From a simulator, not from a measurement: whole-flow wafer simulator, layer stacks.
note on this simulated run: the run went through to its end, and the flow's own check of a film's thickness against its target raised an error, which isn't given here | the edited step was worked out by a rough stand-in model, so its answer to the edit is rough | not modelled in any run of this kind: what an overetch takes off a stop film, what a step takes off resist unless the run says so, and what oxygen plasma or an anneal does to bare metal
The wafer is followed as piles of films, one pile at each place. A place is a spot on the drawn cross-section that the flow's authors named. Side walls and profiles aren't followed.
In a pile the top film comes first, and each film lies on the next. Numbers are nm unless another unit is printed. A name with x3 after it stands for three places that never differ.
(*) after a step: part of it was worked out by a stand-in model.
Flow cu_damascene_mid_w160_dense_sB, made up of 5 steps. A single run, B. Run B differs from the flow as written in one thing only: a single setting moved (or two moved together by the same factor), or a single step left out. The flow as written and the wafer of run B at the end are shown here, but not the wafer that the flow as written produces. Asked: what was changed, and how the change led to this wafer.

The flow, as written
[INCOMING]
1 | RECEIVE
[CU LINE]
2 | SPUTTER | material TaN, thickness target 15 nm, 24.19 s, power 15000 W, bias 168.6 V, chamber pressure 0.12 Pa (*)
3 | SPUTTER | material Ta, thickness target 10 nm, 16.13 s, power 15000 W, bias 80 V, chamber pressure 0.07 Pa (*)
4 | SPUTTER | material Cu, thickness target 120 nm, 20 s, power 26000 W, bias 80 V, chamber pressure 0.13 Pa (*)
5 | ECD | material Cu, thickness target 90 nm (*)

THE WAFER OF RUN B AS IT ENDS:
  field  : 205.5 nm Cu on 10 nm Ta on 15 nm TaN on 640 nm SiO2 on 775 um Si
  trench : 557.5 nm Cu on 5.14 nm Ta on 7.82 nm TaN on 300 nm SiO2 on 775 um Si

What caused this: step 5, ECD: thickness target 85.5 nm was run, whereas the flow has thickness target 90 nm.

The path from the change to this, step by step:
  5 | ECD | material Cu, thickness target 90 nm (*)
      field: +85.5 Cu (it would be, as written: +90 Cu)
